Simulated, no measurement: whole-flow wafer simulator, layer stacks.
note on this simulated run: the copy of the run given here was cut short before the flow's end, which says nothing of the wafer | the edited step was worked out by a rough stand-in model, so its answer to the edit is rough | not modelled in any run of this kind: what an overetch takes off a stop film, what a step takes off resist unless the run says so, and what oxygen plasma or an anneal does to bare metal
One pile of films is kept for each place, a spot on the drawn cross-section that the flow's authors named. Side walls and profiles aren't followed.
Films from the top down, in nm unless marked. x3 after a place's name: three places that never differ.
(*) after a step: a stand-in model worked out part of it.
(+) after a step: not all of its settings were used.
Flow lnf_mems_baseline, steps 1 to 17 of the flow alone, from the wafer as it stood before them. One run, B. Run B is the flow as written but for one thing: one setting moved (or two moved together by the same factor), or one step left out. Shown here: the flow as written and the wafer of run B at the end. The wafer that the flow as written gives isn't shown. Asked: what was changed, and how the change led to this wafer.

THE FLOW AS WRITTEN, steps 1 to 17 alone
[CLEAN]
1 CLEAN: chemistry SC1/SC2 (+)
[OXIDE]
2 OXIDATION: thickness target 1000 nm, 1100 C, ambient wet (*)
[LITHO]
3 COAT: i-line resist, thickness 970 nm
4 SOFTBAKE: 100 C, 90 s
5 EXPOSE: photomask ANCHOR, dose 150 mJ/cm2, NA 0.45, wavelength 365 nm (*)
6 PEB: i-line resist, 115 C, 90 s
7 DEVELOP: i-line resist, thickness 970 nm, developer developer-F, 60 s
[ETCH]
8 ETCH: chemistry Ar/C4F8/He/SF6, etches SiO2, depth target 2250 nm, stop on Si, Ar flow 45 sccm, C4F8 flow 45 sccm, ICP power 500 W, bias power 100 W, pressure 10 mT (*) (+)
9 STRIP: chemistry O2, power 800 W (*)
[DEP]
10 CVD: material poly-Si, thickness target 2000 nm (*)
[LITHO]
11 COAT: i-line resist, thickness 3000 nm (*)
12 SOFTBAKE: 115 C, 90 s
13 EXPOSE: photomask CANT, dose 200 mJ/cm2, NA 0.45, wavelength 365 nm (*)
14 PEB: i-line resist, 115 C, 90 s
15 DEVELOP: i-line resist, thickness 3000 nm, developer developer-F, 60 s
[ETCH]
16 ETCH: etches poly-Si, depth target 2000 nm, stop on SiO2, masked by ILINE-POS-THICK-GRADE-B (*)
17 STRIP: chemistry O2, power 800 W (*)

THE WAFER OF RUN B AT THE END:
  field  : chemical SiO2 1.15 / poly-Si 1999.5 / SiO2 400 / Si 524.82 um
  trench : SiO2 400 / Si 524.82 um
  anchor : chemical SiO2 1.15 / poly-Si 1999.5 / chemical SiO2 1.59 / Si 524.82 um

The cause: step 2, OXIDATION: thickness target 400 nm was run, where the flow has thickness target 1000 nm.
It can be read off the wafer: field has SiO2 400, and step 2 as written asks for 1000 nm.

How the change led to this, step by step:
  2 OXIDATION: thickness target 1000 nm, 1100 C, ambient wet (*)
      field, anchor, beam, trench, char_slit: SiO2 +400 (new film), chemical SiO2 -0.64 (all of it), Si -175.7 (as written it would be: SiO2 +1000 (new film), chemical SiO2 -0.64 (all of it), Si -439.7)
  8 ETCH: chemistry Ar/C4F8/He/SF6, etches SiO2, depth target 2250 nm, stop on Si, Ar flow 45 sccm, C4F8 flow 45 sccm, ICP power 500 W, bias power 100 W, pressure 10 mT (*) (+)
      field, beam, trench, char_slit: i-line resist -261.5 (as written it would be: i-line resist -561.5)
      anchor: SiO2 -400 (all of it) (as written it would be: SiO2 -1000 (all of it))
  9 STRIP: chemistry O2, power 800 W (*)
      field, beam, trench, char_slit: i-line resist -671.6 (all of it) (as written it would be: i-line resist -371.6 (all of it))
  10 CVD: material poly-Si, thickness target 2000 nm (*)
      anchor: poly-Si +2000 (new film) (as written it would be: poly-Si +2322 (new film))
  11 COAT: i-line resist, thickness 3000 nm (*)
      anchor: i-line resist +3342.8 (new film) (as written it would be: i-line resist +3611.6 (new film))
  12 SOFTBAKE: 115 C, 90 s
      field: i-line resist -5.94 (as written it would be: i-line resist -6.66)
      anchor: i-line resist +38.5 (as written it would be: i-line resist +45.4)
      (and at 2 more places)
  14 PEB: i-line resist, 115 C, 90 s
      anchor: i-line resist -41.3 (as written it would be: i-line resist -46.1)
  17 STRIP: chemistry O2, power 800 W (*)
      anchor: chemical SiO2 +1.15 (new film), i-line resist -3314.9 (all of it), poly-Si -0.51 (as written it would be: chemical SiO2 +1.17 (new film), i-line resist -3585.8 (all of it), poly-Si -0.52)
